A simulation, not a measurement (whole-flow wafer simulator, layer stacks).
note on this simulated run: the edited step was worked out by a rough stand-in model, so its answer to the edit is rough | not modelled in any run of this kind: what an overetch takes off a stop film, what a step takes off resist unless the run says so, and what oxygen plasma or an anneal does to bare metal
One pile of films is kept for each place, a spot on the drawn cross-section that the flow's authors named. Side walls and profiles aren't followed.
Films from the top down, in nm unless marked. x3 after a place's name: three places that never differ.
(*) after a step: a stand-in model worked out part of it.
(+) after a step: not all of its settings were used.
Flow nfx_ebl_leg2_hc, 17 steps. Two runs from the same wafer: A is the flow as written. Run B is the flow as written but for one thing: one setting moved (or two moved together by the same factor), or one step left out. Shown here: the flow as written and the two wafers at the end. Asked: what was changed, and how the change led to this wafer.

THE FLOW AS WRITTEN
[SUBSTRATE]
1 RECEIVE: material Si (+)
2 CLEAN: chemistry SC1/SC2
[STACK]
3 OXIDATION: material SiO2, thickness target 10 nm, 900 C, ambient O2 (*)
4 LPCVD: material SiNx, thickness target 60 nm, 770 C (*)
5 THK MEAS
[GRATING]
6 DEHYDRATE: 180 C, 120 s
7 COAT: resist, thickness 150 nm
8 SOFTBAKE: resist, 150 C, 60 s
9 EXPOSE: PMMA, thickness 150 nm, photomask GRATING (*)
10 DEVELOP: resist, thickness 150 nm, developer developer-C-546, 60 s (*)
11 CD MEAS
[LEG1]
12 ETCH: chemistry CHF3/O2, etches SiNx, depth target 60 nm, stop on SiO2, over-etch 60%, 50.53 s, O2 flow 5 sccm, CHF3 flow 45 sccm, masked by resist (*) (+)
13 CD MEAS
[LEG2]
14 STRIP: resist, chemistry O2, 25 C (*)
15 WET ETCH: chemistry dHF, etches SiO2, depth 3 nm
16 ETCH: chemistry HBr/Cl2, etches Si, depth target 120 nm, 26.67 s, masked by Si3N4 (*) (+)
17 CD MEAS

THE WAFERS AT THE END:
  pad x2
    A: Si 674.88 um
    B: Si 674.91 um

The cause: step 16, ETCH: depth target 90 nm was run, where the flow has depth target 120 nm.

How the change led to this, step by step:
  16 ETCH: chemistry HBr/Cl2, etches Si, depth target 120 nm, 26.67 s, masked by Si3N4 (*) (+)
      pad x2: A Si -120 | B Si -90
